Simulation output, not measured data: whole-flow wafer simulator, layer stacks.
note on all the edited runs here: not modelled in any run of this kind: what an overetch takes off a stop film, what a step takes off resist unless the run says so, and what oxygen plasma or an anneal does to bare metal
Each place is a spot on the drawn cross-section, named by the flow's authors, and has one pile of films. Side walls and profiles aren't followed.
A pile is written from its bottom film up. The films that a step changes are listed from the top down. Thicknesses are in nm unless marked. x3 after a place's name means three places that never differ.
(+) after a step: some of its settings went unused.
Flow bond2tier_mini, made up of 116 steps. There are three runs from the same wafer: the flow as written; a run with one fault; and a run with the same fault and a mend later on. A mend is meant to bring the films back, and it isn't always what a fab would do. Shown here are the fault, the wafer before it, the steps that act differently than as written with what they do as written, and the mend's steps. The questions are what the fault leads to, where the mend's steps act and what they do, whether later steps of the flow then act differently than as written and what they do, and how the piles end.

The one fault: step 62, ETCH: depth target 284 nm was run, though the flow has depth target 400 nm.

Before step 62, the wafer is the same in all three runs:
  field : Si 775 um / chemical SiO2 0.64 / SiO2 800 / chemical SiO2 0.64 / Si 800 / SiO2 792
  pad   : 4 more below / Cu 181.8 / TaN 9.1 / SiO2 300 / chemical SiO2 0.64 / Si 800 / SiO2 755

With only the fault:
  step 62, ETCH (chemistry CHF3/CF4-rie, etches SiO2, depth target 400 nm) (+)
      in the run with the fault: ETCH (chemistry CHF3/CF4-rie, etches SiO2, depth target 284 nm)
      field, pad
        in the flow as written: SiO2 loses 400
        in the run with the fault: SiO2 loses 284
  Later steps of the flow that are run all act as written at every place that is followed.
  By the end, the piles at field, pad depart from the flow's by more than 2% or 0.5 nm, whichever is larger.
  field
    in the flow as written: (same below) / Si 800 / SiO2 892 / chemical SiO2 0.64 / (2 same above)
    in the run with the fault: (same below) / Si 800 / SiO2 1008 / chemical SiO2 0.64 / (2 same above)
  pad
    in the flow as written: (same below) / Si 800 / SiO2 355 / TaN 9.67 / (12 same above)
    in the run with the fault: (same below) / Si 800 / SiO2 471 / TaN 9.67 / (12 same above)

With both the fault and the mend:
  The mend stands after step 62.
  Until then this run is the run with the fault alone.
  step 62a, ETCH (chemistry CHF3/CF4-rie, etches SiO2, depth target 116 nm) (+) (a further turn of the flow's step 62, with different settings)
      field, pad
        SiO2 loses 116
  Later steps of the flow that are run all act as written at every place that is followed.
  The piles end the same as the flow's at every place that both follow.
